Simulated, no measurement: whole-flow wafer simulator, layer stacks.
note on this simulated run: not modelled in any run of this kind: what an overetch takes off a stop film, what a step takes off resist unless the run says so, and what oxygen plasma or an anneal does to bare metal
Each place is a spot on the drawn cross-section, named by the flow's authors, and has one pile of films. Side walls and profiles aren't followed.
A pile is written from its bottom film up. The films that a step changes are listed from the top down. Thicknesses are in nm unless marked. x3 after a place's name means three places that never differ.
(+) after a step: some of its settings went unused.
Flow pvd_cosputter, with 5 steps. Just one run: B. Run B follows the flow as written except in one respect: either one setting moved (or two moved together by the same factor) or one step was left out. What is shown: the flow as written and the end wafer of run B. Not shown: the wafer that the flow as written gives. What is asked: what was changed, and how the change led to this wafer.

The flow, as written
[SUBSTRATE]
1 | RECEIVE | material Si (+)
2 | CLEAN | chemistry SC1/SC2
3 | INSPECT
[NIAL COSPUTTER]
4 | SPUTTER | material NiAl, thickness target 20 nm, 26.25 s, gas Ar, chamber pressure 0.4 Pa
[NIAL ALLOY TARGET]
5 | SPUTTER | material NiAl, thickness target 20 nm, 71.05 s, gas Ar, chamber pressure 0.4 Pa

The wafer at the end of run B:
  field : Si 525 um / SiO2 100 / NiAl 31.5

The reason: step 5, SPUTTER: thickness target 11.5 nm was run, though the flow has thickness target 20 nm.

How this came from the change, step by step:
  5 | SPUTTER | material NiAl, thickness target 20 nm, 71.05 s, gas Ar, chamber pressure 0.4 Pa
      field: +11.5 NiAl (it would be, as written: +20 NiAl)
